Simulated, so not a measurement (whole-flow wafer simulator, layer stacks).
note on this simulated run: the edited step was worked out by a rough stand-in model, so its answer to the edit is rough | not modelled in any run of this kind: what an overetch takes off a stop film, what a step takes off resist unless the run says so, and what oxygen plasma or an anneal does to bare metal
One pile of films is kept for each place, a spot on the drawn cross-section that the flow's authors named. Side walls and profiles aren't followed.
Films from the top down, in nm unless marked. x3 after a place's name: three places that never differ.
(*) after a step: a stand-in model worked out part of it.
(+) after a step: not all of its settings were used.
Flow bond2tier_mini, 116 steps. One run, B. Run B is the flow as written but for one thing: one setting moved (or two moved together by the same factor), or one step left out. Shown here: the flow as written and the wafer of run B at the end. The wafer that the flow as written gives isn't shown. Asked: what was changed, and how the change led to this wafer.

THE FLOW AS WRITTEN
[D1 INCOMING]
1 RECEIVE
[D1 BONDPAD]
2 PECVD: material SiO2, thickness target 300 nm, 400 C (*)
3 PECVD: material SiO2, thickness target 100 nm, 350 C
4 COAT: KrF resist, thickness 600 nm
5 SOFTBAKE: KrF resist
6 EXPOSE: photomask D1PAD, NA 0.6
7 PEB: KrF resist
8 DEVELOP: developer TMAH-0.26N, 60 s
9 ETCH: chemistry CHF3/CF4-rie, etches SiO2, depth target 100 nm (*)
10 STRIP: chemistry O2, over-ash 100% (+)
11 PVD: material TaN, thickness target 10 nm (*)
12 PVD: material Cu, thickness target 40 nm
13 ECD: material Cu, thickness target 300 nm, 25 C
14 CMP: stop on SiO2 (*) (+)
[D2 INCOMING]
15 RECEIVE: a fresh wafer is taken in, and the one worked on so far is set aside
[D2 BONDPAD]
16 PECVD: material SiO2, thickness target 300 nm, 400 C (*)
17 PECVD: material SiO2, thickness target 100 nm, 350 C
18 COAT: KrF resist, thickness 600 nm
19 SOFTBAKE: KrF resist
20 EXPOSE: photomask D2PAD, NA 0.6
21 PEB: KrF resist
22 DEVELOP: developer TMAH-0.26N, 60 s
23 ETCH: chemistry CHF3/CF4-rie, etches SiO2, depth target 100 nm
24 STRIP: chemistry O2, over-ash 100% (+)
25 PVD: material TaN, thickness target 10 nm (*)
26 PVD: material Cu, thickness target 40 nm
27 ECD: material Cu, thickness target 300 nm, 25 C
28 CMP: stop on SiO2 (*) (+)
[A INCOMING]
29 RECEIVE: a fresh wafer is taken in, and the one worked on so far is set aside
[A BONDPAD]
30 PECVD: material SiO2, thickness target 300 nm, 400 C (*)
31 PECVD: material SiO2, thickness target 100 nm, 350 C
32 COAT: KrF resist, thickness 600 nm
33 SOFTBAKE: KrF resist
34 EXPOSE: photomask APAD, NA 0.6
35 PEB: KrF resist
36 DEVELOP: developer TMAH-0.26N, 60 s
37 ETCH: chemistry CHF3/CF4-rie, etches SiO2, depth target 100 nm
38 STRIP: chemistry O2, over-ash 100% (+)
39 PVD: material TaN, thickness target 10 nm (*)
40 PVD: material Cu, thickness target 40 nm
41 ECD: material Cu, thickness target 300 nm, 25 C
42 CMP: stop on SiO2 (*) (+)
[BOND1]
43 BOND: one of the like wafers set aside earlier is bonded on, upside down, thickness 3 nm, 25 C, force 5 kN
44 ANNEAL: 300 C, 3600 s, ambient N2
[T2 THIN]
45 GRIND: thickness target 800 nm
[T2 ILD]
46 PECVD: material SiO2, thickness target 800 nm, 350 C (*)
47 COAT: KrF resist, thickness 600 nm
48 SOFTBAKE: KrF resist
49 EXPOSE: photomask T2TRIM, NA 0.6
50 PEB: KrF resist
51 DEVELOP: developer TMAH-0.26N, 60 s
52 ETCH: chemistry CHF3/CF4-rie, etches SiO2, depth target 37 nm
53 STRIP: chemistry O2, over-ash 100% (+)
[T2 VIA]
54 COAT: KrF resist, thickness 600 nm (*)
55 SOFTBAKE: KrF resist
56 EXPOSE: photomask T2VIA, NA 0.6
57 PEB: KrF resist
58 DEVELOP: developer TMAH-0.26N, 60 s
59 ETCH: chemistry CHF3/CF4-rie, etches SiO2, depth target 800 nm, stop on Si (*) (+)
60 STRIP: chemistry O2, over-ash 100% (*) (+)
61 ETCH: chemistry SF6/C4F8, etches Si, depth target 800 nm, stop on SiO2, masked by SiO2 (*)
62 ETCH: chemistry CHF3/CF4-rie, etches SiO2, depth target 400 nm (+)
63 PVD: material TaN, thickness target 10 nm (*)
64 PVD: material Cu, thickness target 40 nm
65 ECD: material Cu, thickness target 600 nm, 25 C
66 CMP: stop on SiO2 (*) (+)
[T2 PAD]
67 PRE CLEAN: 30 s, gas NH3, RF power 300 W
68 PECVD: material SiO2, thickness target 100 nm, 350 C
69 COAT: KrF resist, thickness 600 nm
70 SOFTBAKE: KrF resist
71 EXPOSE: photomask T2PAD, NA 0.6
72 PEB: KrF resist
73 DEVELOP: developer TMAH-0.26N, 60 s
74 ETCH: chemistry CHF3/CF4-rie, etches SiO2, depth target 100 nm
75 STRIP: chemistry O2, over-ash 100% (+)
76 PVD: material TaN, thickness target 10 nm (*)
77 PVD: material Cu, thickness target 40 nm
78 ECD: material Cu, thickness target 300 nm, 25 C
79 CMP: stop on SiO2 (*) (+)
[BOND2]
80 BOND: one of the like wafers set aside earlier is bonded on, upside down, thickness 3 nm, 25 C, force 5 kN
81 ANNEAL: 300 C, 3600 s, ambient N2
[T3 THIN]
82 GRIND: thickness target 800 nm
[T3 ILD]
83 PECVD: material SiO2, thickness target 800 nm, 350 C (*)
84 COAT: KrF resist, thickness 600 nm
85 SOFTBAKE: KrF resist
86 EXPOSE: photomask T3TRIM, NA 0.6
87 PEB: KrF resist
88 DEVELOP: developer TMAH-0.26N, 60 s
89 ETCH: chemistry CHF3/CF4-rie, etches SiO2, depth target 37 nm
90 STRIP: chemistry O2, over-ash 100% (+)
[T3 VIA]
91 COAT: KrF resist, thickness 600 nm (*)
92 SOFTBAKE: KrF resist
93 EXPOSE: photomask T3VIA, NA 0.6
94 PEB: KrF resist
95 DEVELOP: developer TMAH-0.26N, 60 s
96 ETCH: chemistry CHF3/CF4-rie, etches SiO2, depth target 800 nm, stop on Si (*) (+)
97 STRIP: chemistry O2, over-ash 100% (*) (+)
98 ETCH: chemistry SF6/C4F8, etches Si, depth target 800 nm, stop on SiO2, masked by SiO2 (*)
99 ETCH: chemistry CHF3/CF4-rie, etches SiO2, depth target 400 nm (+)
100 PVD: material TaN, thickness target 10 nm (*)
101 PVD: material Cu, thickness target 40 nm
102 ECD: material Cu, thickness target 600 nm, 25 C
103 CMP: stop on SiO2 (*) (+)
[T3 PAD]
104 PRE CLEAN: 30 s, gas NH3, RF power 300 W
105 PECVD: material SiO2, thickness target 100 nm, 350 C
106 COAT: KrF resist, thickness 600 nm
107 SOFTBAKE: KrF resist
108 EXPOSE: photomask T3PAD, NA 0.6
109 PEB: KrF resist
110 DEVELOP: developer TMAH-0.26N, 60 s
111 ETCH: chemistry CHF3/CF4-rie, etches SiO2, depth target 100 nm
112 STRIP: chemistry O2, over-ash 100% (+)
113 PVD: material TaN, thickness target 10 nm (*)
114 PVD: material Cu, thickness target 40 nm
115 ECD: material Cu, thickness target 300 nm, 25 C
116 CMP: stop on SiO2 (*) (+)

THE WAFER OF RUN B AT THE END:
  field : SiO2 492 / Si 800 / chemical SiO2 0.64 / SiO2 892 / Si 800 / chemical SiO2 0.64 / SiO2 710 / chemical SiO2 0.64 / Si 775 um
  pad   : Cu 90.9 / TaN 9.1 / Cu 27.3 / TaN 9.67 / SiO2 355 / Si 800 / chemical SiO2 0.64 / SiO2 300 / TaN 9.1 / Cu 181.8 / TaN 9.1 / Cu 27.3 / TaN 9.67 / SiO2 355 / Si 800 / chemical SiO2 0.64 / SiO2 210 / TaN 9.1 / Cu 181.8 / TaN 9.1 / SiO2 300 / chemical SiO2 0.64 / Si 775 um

The cause: step 2, PECVD: thickness target 210 nm was run, where the flow has thickness target 300 nm.
It can be read off the wafer: pad has SiO2 210, and step 2 as written asks for 300 nm.

How the change led to this, step by step:
  2 PECVD: material SiO2, thickness target 300 nm, 400 C (*)
      field, pad, via: SiO2 +210 (new film) (as written it would be: SiO2 +300 (new film))
  43 BOND: one of the like wafers set aside earlier is bonded on, upside down, thickness 3 nm, 25 C, force 5 kN
      field: Si +775 um (new film), chemical SiO2 +0.64 (new film), SiO2 +310 (as written it would be: Si +775 um (new film), chemical SiO2 +0.64 (new film), SiO2 +400)
      pad: Si +775 um (new film), chemical SiO2 +0.64 (new film), SiO2 +210 (new film), TaN +9.1 (new film), Cu +90.9 (as written it would be: Si +775 um (new film), chemical SiO2 +0.64 (new film), SiO2 +300 (new film), TaN +9.1 (new film), Cu +90.9)
      (and at 1 more place)
